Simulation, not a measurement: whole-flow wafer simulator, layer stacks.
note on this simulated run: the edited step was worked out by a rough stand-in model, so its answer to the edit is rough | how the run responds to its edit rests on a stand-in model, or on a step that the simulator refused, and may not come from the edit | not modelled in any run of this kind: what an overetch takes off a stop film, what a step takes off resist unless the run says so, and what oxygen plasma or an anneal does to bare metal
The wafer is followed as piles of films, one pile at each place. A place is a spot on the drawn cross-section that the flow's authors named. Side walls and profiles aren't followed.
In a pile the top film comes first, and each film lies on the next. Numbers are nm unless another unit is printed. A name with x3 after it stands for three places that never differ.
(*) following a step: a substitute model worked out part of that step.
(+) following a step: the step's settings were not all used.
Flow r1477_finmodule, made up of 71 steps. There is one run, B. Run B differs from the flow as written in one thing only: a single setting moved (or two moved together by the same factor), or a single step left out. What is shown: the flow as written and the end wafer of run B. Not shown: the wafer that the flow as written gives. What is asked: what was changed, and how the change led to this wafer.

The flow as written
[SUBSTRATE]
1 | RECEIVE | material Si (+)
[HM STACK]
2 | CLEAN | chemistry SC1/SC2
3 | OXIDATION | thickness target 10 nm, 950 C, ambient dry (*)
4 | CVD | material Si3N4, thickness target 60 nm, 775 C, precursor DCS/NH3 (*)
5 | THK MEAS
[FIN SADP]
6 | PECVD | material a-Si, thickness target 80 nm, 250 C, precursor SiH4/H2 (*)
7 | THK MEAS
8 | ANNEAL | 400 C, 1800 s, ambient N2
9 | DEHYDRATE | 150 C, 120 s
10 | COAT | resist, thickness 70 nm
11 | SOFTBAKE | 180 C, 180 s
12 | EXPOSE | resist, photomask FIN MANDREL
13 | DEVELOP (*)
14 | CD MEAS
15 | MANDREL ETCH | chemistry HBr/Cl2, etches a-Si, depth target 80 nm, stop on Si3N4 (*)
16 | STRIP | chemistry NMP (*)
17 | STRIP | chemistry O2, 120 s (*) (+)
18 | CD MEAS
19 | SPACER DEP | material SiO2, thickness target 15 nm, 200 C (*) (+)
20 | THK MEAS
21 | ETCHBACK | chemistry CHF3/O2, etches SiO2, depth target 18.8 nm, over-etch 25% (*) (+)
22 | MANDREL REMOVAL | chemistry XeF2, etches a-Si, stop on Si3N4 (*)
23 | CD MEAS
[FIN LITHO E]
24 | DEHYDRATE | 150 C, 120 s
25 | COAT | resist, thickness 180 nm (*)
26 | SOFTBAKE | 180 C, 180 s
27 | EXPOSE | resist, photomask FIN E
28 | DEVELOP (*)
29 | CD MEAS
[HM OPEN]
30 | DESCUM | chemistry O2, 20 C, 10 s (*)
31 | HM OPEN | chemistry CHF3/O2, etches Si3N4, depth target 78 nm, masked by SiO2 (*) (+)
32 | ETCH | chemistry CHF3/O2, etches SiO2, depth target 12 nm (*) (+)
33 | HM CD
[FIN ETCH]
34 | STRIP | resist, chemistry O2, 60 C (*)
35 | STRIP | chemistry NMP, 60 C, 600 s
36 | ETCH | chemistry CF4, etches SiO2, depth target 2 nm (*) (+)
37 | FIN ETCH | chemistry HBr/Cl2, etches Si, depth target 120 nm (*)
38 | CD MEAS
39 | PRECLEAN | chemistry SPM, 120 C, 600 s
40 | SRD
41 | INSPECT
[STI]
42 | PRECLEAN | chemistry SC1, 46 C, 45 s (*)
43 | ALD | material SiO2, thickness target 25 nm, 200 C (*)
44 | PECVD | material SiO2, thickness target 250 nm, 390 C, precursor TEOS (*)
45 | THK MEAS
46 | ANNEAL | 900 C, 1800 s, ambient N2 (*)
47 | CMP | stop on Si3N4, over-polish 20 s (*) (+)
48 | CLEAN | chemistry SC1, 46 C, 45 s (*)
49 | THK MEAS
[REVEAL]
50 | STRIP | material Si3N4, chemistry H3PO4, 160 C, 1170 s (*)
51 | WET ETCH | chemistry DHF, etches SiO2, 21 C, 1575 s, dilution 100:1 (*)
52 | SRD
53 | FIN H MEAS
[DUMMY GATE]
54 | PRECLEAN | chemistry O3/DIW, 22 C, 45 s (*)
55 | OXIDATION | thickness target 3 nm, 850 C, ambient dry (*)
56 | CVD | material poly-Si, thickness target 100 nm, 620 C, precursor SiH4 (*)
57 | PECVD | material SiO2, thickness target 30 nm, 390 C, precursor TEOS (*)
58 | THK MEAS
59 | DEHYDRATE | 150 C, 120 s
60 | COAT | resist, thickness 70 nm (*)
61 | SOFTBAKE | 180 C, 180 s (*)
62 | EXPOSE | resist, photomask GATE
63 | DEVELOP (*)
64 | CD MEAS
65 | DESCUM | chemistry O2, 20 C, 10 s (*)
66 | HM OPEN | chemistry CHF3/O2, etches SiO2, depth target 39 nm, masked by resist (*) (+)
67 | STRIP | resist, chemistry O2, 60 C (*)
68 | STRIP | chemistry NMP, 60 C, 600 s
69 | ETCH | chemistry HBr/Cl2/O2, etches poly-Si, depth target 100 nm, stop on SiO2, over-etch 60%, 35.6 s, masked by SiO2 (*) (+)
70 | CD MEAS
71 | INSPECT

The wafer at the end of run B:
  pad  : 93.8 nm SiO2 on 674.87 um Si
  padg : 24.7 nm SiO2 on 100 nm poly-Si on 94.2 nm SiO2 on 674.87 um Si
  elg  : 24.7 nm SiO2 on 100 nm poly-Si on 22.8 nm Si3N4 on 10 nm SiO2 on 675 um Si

The reason: step 4, CVD: thickness target 51 nm was run, though the flow has thickness target 60 nm.

How this came from the change, step by step:
  4 | CVD | material Si3N4, thickness target 60 nm, 775 C, precursor DCS/NH3 (*)
      pad, padg, elg and 33 more: Si3N4 gains 51 (new film) (it would be, as written: Si3N4 gains 60 (new film))
  31 | HM OPEN | chemistry CHF3/O2, etches Si3N4, depth target 78 nm, masked by SiO2 (*) (+)
      s40cg, s45cg, s50cg, s40co, s45co, s50co: Si3N4 loses 51 (all of it), SiO2 loses 10 (all of it) (it would be, as written: Si3N4 loses 60 (all of it), SiO2 loses 9)
      pad, padg, esg and 13 more: Si3N4 loses 47.4 (all of it), SiO2 loses 10 (all of it) (it would be, as written: Si3N4 loses 56.4 (all of it), SiO2 loses 10 (all of it))
      (and at 14 other places as well)
  32 | ETCH | chemistry CHF3/O2, etches SiO2, depth target 12 nm (*) (+)
      s40cg, s40co: Si loses 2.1 (it would be, as written: SiO2 loses 1 (all of it), Si loses 2.2)
      s45cg, s45co: Si loses 2.13 (it would be, as written: SiO2 loses 1 (all of it), Si loses 2.2)
      (and at 2 other places as well)
  34 | STRIP | resist, chemistry O2, 60 C (*)
      elg, e40lg, e100lg, e200lg, elo, e40lo, e100lo, e200lo: resist loses 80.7 (all of it) (it would be, as written: resist loses 73.8 (all of it))
  43 | ALD | material SiO2, thickness target 25 nm, 200 C (*)
      s45cg, s50cg, s45co, s50co: SiO2 gains 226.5 (new film) (it would be, as written: SiO2 gains 232.1 (new film))
      s40cg, s40co: SiO2 gains 226.4 (new film) (it would be, as written: SiO2 gains 232.1 (new film))
      (and at 1 other place as well)
  47 | CMP | stop on Si3N4, over-polish 20 s (*) (+)
      pad, padg, e40sg and 11 more: SiO2 loses 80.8 (it would be, as written: SiO2 loses 71.8)
      eso: SiO2 loses 81.4 (it would be, as written: SiO2 loses 72.4)
  50 | STRIP | material Si3N4, chemistry H3PO4, 160 C, 1170 s (*)
      s40sg_line, s45sg_line, s50sg_line, s40so_line, s45so_line, s50so_line: Si3N4 loses 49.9 (all of it), SiO2 loses 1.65 (it would be, as written: Si3N4 loses 58.9 (all of it), SiO2 loses 1.37)
  56 | CVD | material poly-Si, thickness target 100 nm, 620 C, precursor SiH4 (*)
      s40cg, s40co: poly-Si gains 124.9 (new film) (it would be, as written: poly-Si gains 113.9 (new film))
      s45cg, s45co: poly-Si gains 124.9 (new film) (it would be, as written: poly-Si gains 113.4 (new film))
      (and at 2 other places as well)
  60 | COAT | resist, thickness 70 nm (*)
      s40cg, s40co: resist gains 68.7 (new film) (it would be, as written: resist gains 70.6 (new film))
      s40sg, s40so: resist gains 100.2 (new film) (it would be, as written: resist gains 91 (new film))
      (and at 6 other places as well)
  63 | DEVELOP (*)
      s40co: resist loses 68.7 (all of it) (it would be, as written: resist loses 70.6 (all of it))
      s40so: resist loses 100.2 (all of it) (it would be, as written: resist loses 91 (all of it))
      (and at 3 other places as well)
  67 | STRIP | resist, chemistry O2, 60 C (*)
      s40cg: resist loses 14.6 (all of it) (it would be, as written: resist loses 16.5 (all of it))
      s40sg: resist loses 46 (all of it) (it would be, as written: resist loses 36.9 (all of it))
      (and at 3 other places as well)
  69 | ETCH | chemistry HBr/Cl2/O2, etches poly-Si, depth target 100 nm, stop on SiO2, over-etch 60%, 35.6 s, masked by SiO2 (*) (+)
      s40co: chemical SiO2 loses 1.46 (all of it), poly-Si loses 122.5 (all of it), SiO2 loses 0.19 (it would be, as written: chemical SiO2 loses 1.46 (all of it), poly-Si loses 111.5 (all of it), SiO2 loses 0.24)
      s45co: chemical SiO2 loses 1.46 (all of it), poly-Si loses 122.5 (all of it), SiO2 loses 0.19 (it would be, as written: chemical SiO2 loses 1.46 (all of it), poly-Si loses 110.9 (all of it), SiO2 loses 0.25)
      (and at 1 other place as well)
